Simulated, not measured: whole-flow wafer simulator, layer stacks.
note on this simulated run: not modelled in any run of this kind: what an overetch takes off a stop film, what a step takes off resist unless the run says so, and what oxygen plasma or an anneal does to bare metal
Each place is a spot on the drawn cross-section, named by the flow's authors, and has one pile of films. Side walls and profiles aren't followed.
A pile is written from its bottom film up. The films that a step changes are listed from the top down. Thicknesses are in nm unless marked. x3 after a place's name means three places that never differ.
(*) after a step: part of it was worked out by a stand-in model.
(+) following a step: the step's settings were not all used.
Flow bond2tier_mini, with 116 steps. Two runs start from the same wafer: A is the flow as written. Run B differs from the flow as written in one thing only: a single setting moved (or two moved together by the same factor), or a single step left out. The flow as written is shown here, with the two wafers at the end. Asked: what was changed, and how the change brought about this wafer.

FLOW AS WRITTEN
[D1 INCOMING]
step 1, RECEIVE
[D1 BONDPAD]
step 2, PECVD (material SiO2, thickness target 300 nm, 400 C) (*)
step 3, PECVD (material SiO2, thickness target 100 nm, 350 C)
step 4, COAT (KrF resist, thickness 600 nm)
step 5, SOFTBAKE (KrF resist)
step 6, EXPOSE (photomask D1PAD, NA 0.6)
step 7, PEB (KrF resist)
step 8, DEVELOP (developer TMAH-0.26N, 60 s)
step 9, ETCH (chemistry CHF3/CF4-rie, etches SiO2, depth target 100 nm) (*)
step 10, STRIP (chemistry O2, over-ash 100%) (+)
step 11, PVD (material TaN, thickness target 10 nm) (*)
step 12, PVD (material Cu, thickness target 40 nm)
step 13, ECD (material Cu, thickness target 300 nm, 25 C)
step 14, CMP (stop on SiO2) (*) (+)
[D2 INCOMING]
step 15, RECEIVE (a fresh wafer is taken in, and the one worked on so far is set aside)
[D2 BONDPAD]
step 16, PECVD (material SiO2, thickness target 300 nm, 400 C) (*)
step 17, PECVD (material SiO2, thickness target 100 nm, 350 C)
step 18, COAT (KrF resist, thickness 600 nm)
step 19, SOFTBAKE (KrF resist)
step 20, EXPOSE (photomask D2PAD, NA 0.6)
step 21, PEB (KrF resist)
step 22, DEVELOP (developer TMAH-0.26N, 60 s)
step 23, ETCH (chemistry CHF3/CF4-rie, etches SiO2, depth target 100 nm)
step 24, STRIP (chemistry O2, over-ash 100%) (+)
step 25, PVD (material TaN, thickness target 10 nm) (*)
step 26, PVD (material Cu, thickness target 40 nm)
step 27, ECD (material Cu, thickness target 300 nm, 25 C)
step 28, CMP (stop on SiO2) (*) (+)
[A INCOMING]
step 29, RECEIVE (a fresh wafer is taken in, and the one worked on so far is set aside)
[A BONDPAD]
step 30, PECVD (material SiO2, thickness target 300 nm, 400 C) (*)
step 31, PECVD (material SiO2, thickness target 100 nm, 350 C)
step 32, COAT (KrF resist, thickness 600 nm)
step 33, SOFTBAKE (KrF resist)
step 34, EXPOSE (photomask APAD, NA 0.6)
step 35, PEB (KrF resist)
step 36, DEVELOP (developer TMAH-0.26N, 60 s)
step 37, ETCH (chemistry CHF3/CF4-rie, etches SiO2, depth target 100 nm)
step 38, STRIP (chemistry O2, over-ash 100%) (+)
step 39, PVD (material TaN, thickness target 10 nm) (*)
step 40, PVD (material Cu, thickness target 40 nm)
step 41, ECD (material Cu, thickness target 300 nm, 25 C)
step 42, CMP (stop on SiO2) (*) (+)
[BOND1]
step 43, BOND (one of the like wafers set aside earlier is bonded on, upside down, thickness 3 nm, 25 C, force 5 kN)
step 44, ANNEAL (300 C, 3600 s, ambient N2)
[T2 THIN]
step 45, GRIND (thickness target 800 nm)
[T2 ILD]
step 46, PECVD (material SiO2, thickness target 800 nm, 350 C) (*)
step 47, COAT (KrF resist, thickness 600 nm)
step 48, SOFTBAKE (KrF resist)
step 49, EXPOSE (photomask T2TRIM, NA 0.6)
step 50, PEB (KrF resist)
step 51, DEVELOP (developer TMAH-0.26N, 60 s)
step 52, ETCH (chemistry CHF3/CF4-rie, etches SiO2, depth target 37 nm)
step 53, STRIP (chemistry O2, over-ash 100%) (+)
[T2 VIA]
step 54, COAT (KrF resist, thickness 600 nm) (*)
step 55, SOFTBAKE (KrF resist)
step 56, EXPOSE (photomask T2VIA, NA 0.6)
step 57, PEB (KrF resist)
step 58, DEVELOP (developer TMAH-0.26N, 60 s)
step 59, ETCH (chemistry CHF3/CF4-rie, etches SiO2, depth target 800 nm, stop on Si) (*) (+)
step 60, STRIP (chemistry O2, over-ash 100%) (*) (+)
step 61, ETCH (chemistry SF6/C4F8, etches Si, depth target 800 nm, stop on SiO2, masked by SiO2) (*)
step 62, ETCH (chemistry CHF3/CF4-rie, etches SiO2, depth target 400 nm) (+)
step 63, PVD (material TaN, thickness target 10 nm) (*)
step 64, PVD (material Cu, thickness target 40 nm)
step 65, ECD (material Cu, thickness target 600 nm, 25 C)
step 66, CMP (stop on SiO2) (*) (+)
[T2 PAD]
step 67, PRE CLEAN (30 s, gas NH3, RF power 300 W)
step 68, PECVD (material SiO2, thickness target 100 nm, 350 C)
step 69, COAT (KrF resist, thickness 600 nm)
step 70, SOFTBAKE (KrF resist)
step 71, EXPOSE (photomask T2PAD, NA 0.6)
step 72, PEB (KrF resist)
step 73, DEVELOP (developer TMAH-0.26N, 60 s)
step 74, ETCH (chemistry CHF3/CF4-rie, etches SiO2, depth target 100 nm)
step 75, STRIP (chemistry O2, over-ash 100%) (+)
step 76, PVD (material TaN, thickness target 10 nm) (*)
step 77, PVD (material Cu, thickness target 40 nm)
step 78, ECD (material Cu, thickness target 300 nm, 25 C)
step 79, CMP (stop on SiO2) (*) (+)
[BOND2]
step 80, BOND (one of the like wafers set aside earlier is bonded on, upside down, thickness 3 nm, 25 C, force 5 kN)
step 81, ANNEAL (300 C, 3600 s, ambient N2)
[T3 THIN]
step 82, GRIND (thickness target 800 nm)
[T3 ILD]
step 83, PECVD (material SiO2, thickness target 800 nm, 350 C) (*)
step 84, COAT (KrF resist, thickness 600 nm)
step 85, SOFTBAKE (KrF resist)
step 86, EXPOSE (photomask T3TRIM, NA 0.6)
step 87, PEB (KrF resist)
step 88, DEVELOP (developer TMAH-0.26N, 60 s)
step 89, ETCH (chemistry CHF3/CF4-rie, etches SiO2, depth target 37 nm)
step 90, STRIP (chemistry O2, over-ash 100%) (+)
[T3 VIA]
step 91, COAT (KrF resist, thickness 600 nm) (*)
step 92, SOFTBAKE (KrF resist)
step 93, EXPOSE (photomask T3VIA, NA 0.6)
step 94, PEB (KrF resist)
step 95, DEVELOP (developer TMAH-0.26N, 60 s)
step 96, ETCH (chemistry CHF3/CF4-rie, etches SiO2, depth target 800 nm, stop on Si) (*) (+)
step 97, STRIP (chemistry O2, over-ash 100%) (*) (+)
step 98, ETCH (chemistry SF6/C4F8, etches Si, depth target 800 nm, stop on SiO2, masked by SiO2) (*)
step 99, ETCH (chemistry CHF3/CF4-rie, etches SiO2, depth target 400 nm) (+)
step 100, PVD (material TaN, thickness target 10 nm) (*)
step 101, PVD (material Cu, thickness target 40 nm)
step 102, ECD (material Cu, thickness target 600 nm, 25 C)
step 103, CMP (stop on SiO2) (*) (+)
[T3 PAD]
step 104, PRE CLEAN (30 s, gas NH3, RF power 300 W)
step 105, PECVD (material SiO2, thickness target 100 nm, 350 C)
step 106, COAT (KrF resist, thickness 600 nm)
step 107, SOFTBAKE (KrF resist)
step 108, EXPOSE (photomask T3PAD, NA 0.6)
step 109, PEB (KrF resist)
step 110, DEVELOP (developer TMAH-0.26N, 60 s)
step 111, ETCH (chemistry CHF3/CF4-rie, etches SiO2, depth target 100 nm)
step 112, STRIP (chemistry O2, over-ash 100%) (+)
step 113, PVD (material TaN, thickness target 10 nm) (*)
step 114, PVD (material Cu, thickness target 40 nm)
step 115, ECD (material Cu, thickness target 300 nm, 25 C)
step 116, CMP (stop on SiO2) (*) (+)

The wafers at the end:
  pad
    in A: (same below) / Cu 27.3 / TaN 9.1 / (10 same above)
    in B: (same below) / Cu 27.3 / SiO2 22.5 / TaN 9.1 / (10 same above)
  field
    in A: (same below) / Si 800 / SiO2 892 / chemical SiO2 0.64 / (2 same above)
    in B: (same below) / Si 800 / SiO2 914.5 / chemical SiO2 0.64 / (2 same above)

What caused this: step 68, PECVD: thickness target 122.5 nm was run, though the flow has thickness target 100 nm.

The path from the change to this, step by step:
  step 68, PECVD (material SiO2, thickness target 100 nm, 350 C)
      field: A +100 SiO2 | B +122.5 SiO2
      pad: A +100 SiO2 (new film) | B +122.5 SiO2 (new film)
  step 74, ETCH (chemistry CHF3/CF4-rie, etches SiO2, depth target 100 nm)
      pad: A -100 SiO2 (all of it) | B -100 SiO2
With metal films that touch counted as one body, pad has 4 bodies (between them, from the top down: SiO2 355 / Si 800 / chemical SiO2 0.64 / SiO2 300; SiO2 22.5; SiO2 355 / Si 800 / chemical SiO2 0.64 / SiO2 300); the flow as written gives 3 bodies (between them, from the top down: SiO2 355 / Si 800 / chemical SiO2 0.64 / SiO2 300; SiO2 355 / Si 800 / chemical SiO2 0.64 / SiO2 300).
